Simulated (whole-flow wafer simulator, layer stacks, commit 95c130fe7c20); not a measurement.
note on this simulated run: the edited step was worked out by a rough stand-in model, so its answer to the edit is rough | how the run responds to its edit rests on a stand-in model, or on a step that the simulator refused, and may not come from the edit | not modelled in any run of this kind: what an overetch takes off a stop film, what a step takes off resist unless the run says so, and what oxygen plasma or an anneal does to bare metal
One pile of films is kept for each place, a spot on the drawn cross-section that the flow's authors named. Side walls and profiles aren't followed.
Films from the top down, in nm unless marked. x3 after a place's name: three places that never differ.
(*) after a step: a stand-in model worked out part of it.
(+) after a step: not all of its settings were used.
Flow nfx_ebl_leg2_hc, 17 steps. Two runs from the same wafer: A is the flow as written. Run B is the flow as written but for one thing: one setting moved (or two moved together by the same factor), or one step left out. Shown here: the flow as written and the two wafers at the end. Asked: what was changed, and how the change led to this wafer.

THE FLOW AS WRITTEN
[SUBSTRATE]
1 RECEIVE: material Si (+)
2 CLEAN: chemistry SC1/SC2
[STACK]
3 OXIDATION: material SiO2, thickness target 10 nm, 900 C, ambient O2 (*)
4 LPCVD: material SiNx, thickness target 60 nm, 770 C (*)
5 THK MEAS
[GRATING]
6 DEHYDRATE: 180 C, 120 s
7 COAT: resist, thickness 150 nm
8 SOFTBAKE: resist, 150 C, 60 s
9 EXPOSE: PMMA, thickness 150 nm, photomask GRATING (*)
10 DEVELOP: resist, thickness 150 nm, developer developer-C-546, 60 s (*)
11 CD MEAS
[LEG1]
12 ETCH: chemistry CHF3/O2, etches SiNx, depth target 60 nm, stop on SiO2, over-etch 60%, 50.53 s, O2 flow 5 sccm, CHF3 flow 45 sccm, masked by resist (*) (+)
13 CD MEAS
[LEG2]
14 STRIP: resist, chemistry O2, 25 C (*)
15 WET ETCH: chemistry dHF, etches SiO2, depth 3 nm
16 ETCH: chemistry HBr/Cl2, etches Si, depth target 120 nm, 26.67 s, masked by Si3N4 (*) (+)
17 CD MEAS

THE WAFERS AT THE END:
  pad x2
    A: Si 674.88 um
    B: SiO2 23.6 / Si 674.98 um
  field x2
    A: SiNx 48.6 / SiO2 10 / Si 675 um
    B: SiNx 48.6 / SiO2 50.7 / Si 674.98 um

The cause: step 3, OXIDATION: 1080 C was run, where the flow has 900 C.

How the change led to this, step by step:
  3 OXIDATION: material SiO2, thickness target 10 nm, 900 C, ambient O2 (*)
      field x2, pad x2: A SiO2 +10 (new film), chemical SiO2 -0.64 (all of it), Si -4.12 | B SiO2 +50.7 (new film), chemical SiO2 -0.64 (all of it), Si -22
  12 ETCH: chemistry CHF3/O2, etches SiNx, depth target 60 nm, stop on SiO2, over-etch 60%, 50.53 s, O2 flow 5 sccm, CHF3 flow 45 sccm, masked by resist (*) (+)
      pad x2: A SiNx -60 (all of it), SiO2 -10 (all of it) | B SiNx -60 (all of it), SiO2 -18
  14 STRIP: resist, chemistry O2, 25 C (*)
      pad x2: A chemical SiO2 +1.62 (new film), Si -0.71 | B nothing
  15 WET ETCH: chemistry dHF, etches SiO2, depth 3 nm
      pad x2: A chemical SiO2 -1.62 (all of it) | B SiO2 -3
  16 ETCH: chemistry HBr/Cl2, etches Si, depth target 120 nm, 26.67 s, masked by Si3N4 (*) (+)
      pad x2: A Si -120 | B SiO2 -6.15
